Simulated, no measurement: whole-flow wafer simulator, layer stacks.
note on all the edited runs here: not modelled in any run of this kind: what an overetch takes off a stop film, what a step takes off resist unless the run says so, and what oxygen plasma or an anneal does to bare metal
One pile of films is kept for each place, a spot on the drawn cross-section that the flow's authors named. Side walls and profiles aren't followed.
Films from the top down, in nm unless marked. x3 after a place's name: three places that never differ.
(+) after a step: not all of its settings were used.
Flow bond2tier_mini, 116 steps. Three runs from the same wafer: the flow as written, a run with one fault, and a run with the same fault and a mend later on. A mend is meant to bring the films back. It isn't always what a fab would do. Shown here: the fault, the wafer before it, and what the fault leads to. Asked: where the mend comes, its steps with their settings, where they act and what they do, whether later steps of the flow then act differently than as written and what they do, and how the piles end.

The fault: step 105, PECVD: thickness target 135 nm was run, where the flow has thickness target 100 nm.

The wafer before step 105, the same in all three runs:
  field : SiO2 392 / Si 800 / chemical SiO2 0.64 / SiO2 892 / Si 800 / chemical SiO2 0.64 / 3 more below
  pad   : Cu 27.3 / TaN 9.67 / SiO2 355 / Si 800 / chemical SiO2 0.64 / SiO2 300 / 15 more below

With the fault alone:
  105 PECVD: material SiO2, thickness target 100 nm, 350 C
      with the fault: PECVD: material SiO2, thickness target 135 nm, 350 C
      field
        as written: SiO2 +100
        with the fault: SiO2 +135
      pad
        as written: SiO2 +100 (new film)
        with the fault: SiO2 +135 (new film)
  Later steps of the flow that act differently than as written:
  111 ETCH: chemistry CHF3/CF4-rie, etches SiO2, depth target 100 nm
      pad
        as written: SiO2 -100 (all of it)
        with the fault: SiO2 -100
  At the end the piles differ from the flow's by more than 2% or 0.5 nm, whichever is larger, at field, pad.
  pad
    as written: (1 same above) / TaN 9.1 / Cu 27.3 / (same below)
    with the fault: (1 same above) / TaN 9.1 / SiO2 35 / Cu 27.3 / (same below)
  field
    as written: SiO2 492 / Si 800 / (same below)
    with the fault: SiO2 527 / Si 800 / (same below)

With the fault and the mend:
  The mend comes after step 110.
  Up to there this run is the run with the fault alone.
  110a STRIP: chemistry O2, over-ash 100% (+)
      field
        KrF resist -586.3 (all of it)
  110b ETCH: chemistry CHF3/CF4-rie, etches SiO2, depth target 35 nm (the flow's step 62 once more, with other settings)
      field, pad
        SiO2 -35
  110c COAT: KrF resist, thickness 600 nm (the flow's step 106 once more)
      field, pad
        KrF resist +600 (new film)
  110d SOFTBAKE: KrF resist (the flow's step 107 once more)
      changes no film at any place that is followed
  110e EXPOSE: photomask T3PAD, NA 0.6 (the flow's step 108 once more)
      changes no film at any place that is followed
  110f PEB: KrF resist (the flow's step 109 once more)
      changes no film at any place that is followed
  110g DEVELOP: developer TMAH-0.26N, 60 s (the flow's step 110 once more)
      field
        KrF resist -13.7
      pad
        KrF resist -600 (all of it)
  No later step of the flow acts differently than as written at any place that is followed.
  At the end the piles are the same as the flow's at every place that both follow.
